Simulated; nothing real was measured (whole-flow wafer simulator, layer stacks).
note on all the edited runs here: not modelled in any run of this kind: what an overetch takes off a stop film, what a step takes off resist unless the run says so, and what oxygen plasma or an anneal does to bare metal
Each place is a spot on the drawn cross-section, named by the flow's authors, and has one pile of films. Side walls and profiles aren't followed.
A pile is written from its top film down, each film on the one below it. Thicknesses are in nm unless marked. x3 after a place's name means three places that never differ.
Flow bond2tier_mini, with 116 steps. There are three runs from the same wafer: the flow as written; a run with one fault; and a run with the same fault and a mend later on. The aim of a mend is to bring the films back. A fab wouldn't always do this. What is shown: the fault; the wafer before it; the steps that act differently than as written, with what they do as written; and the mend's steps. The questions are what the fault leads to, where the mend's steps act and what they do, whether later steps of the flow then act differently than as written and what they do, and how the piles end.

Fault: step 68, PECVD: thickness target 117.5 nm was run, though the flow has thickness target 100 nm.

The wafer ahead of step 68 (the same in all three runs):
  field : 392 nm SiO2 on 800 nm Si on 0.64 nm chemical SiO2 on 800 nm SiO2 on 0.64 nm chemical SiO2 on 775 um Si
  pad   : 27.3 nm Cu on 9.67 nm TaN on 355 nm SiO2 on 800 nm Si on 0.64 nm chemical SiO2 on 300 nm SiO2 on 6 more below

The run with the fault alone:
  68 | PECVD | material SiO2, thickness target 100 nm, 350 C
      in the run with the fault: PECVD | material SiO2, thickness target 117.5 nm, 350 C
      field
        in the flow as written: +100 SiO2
        in the run with the fault: +117.5 SiO2
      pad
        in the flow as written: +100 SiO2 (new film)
        in the run with the fault: +117.5 SiO2 (new film)
  Steps later in the flow that act otherwise than as written:
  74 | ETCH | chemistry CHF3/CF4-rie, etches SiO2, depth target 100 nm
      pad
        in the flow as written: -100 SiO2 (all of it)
        in the run with the fault: -100 SiO2
  By the end, the piles at pad depart from the flow's by more than 2% or 0.5 nm, whichever is larger.
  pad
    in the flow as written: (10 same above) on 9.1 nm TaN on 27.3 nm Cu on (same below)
    in the run with the fault: (10 same above) on 9.1 nm TaN on 17.5 nm SiO2 on 27.3 nm Cu on (same below)

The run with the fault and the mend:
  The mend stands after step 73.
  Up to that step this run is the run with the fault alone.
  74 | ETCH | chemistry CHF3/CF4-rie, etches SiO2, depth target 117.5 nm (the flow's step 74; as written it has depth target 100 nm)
      field
        -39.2 KrF resist
      pad
        -117.5 SiO2 (all of it)
  Steps later in the flow that act otherwise than as written (3 other steps are not shown; they differ only slightly, by no more than 2% or 0.5 nm, whichever is larger):
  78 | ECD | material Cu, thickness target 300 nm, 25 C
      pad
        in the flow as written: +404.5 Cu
        in the run with the mend: +422.7 Cu
  By the end, the piles at pad depart from the flow's by more than 2% or 0.5 nm, whichever is larger.
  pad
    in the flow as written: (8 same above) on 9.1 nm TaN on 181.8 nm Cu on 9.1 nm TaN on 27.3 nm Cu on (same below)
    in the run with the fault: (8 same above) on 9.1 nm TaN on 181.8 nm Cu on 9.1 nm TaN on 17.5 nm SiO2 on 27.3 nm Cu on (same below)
    in the run with the mend: (8 same above) on 9.1 nm TaN on 199.4 nm Cu on 8.95 nm TaN on 27.3 nm Cu on (same below)
